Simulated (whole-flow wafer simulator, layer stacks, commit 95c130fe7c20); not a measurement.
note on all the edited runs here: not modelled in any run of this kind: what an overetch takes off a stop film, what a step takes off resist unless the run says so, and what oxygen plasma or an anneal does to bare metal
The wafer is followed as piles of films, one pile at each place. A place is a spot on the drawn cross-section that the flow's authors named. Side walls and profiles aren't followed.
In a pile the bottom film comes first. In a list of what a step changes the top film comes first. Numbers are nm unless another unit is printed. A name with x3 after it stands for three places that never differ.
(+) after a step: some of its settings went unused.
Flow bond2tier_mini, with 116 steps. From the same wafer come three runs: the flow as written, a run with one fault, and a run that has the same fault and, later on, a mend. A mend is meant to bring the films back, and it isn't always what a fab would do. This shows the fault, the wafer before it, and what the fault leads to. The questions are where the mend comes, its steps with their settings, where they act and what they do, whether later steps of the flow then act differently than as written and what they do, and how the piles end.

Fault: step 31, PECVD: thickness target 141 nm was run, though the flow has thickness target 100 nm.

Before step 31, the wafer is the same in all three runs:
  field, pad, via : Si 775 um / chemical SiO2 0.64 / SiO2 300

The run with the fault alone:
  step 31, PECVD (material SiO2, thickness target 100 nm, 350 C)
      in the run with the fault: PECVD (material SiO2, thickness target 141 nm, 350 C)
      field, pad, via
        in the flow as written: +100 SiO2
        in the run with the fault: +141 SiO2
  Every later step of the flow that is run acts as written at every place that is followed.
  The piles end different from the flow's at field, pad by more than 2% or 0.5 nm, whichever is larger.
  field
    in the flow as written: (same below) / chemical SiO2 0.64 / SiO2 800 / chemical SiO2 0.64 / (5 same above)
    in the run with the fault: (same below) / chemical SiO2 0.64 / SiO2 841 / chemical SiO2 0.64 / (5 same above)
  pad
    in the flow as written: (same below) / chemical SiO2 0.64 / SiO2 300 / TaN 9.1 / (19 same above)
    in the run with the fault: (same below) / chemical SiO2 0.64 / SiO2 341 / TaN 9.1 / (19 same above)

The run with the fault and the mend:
  The mend follows step 36.
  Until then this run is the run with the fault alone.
  step 36a, STRIP (chemistry O2, over-ash 100%) (+)
      field
        -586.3 KrF resist (all of it)
  step 36b, ETCH (chemistry CHF3/CF4-rie, etches SiO2, depth target 41 nm)
      field, pad, via
        -41 SiO2
  step 36c, COAT (KrF resist, thickness 600 nm) (the flow's step 32 again)
      field, pad, via
        +600 KrF resist (new film)
  step 36d, SOFTBAKE (KrF resist) (the flow's step 33 again)
      alters no film at any place that is followed
  step 36e, EXPOSE (photomask APAD, NA 0.6) (the flow's step 34 again)
      alters no film at any place that is followed
  step 36f, PEB (KrF resist) (the flow's step 35 again)
      alters no film at any place that is followed
  step 36g, DEVELOP (developer TMAH-0.26N, 60 s) (the flow's step 36 again)
      pad, via
        -600 KrF resist (all of it)
      field
        -13.7 KrF resist
  Every later step of the flow that is run acts as written at every place that is followed.
  At every place that both follow, the piles at the end match the flow's.
